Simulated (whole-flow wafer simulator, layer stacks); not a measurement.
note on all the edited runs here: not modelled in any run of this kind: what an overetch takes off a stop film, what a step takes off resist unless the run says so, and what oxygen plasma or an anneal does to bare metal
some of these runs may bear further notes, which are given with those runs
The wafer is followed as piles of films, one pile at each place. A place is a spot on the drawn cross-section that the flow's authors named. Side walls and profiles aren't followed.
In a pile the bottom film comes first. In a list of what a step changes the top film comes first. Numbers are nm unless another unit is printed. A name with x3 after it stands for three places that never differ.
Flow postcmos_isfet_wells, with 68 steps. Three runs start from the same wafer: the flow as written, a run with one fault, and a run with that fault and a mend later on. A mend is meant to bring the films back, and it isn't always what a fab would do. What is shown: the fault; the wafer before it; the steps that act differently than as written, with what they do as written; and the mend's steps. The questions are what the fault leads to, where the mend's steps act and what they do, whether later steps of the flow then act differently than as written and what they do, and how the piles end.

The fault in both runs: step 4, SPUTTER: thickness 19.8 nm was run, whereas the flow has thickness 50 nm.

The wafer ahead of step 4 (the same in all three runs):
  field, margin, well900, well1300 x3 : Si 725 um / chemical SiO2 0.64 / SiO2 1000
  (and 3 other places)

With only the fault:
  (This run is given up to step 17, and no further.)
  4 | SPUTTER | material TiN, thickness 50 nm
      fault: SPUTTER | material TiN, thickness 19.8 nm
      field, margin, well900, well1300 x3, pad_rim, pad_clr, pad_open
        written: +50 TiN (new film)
        fault: +19.8 TiN (new film)
  Later steps of the flow up to step 17 that are run all act as written at every place that is followed.
  Once step 17 is done, the piles at field, margin, well900, well1300 x3, pad_rim, pad_clr, pad_open depart from the flow's by more than 2% or 0.5 nm, whichever is larger.
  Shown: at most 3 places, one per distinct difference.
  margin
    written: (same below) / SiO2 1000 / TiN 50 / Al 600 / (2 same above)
    fault: (same below) / SiO2 1000 / TiN 19.8 / Al 600 / (2 same above)
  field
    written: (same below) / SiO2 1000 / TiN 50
    fault: (same below) / SiO2 1000 / TiN 19.8

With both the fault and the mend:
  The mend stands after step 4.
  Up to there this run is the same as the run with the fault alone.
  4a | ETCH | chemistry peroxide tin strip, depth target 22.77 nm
      field, margin, well900, well1300 x3, pad_rim, pad_clr, pad_open
        -19.8 TiN (all of it)
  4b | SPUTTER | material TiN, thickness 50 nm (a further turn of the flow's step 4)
      field, margin, well900, well1300 x3, pad_rim, pad_clr, pad_open
        +50 TiN (new film)
  Later steps of the flow that are run all act as written at every place that is followed.
  At every place that both follow, the piles at the end match the flow's.
